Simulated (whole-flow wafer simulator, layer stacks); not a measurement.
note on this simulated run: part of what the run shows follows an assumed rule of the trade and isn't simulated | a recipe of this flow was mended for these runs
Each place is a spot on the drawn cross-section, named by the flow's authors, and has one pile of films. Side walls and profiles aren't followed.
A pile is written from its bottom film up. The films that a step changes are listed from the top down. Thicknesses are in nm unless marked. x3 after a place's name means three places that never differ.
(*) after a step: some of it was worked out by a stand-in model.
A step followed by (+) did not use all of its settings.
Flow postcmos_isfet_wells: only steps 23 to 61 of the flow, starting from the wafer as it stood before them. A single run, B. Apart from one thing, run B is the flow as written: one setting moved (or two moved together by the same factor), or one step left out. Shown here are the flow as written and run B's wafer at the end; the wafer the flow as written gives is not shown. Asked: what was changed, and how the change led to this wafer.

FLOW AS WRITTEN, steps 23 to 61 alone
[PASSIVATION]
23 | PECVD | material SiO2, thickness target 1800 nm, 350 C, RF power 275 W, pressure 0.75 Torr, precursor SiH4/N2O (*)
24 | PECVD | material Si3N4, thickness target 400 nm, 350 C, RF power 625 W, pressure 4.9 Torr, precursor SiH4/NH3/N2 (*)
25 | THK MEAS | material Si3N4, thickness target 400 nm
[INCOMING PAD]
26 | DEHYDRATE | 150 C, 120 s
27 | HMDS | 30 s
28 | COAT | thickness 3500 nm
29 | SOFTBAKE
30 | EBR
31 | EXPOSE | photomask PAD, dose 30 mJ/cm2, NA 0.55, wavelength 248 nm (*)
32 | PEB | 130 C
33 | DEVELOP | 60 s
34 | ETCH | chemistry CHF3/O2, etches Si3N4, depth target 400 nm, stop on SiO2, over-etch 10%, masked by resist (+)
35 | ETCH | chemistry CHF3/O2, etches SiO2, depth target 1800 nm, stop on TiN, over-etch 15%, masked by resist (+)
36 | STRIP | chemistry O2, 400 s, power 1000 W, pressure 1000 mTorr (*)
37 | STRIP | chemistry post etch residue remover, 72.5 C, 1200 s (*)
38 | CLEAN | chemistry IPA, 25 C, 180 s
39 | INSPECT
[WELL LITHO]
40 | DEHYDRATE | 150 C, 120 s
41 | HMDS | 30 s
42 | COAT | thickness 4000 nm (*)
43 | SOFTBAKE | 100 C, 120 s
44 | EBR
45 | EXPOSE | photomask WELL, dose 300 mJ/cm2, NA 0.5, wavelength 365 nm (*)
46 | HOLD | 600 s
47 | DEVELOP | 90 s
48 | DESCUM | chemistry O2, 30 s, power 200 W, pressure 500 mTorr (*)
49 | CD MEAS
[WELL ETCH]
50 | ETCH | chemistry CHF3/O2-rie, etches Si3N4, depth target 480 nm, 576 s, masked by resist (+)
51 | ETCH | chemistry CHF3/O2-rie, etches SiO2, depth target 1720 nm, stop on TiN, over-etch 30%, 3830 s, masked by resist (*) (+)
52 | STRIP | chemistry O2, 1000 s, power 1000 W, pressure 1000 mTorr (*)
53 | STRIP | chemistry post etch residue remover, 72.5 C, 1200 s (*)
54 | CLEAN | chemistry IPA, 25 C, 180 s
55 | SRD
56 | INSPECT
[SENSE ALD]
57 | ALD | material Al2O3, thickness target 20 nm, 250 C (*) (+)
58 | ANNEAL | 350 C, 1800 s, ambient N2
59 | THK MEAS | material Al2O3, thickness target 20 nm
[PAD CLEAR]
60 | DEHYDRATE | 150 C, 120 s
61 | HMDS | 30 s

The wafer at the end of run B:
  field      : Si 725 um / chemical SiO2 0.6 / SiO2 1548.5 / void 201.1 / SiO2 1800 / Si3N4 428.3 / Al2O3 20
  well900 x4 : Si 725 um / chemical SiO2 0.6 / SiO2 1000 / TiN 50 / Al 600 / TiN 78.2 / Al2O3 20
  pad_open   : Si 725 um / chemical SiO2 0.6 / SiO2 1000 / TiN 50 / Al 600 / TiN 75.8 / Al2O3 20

Cause: step 24, PECVD: thickness target 429 nm was run, while the flow as written has thickness target 400 nm.

How this came from the change, step by step:
  24 | PECVD | material Si3N4, thickness target 400 nm, 350 C, RF power 625 W, pressure 4.9 Torr, precursor SiH4/NH3/N2 (*)
      field, margin x2, well900 x4, pad_clr, pad_open: +429 Si3N4 (new film) (it would be, as written: +400 Si3N4 (new film))
  34 | ETCH | chemistry CHF3/O2, etches Si3N4, depth target 400 nm, stop on SiO2, over-etch 10%, masked by resist (+)
      pad_open: -429 Si3N4 (all of it), -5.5 SiO2 (it would be, as written: -400 Si3N4 (all of it), -20 SiO2)
  35 | ETCH | chemistry CHF3/O2, etches SiO2, depth target 1800 nm, stop on TiN, over-etch 15%, masked by resist (+)
      pad_open: -1794.5 SiO2 (all of it), -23 TiN (it would be, as written: -1780 SiO2 (all of it), -24.2 TiN)
  50 | ETCH | chemistry CHF3/O2-rie, etches Si3N4, depth target 480 nm, 576 s, masked by resist (+)
      well900 x4: -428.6 Si3N4 (all of it), -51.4 SiO2 (it would be, as written: -399.6 Si3N4 (all of it), -80.4 SiO2)
